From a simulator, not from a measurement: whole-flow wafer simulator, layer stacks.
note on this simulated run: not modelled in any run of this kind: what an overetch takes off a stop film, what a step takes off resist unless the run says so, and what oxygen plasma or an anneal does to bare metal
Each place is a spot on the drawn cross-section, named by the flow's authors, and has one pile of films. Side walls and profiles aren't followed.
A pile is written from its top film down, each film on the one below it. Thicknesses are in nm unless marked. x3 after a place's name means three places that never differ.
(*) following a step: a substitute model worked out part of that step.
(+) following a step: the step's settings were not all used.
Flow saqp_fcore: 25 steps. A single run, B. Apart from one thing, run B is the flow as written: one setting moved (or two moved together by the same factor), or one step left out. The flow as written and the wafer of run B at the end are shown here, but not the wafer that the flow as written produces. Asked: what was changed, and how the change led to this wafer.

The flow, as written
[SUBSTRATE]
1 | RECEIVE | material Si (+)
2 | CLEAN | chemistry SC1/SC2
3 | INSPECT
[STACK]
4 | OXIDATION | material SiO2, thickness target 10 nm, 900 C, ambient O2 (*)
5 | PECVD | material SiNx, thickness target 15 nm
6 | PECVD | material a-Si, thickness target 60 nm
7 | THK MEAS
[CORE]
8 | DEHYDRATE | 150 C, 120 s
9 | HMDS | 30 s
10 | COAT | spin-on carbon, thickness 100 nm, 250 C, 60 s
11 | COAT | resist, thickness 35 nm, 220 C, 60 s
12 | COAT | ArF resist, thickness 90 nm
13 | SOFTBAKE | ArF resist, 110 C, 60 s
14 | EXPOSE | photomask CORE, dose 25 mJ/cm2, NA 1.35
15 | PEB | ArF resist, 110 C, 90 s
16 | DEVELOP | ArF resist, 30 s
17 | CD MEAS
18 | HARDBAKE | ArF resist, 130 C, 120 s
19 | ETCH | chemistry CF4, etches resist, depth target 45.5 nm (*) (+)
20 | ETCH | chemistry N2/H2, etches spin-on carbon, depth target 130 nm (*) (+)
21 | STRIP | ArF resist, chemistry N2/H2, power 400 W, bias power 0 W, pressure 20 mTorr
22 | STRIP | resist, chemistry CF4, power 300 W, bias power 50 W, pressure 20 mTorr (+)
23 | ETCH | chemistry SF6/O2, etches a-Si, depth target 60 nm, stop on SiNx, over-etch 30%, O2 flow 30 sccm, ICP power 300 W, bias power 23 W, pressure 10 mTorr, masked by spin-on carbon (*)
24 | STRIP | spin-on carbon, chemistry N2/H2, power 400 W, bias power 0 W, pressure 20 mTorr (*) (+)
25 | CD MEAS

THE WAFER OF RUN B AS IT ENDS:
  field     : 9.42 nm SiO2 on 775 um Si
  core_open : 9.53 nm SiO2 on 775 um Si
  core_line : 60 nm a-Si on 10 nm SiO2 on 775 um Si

Cause: step 5, PECVD: material SiNx, thickness target 15 nm, was not run.

Step by step, how the change led to this:
  23 | ETCH | chemistry SF6/O2, etches a-Si, depth target 60 nm, stop on SiNx, over-etch 30%, O2 flow 30 sccm, ICP power 300 W, bias power 23 W, pressure 10 mTorr, masked by spin-on carbon (*)
      field: -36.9 a-Si (all of it), -0.58 SiO2 (it would be, as written: -36.9 a-Si (all of it), -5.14 SiNx)
      core_open: -39.4 a-Si (all of it), -0.47 SiO2 (it would be, as written: -39.4 a-Si (all of it), -4.82 SiNx)
